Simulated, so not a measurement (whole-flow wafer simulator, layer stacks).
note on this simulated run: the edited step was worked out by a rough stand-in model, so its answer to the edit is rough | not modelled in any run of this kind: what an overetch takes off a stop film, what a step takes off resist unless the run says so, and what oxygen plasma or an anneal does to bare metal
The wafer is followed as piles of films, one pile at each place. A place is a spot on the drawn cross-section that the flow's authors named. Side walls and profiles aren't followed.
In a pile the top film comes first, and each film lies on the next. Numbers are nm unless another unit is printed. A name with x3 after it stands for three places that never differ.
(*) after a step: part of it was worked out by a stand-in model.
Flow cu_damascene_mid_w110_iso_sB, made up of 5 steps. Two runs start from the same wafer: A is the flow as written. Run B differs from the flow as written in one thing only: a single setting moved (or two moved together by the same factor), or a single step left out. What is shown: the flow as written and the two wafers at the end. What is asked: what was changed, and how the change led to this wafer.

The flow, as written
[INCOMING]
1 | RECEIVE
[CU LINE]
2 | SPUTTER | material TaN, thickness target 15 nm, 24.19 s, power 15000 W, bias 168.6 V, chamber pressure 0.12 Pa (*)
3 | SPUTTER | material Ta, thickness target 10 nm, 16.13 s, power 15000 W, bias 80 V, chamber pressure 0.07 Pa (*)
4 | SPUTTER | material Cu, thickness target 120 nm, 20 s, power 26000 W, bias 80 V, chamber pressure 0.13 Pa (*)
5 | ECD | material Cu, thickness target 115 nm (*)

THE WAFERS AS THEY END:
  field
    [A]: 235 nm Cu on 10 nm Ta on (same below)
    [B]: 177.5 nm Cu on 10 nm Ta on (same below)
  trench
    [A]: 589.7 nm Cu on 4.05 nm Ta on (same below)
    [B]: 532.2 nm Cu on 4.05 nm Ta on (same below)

The reason: step 5, ECD: thickness target 57.5 nm was run, whereas the flow has thickness target 115 nm.

Step by step, how the change led to this:
  5 | ECD | material Cu, thickness target 115 nm (*)
      field: A +115 Cu | B +57.5 Cu
      trench: A +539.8 Cu | B +482.3 Cu
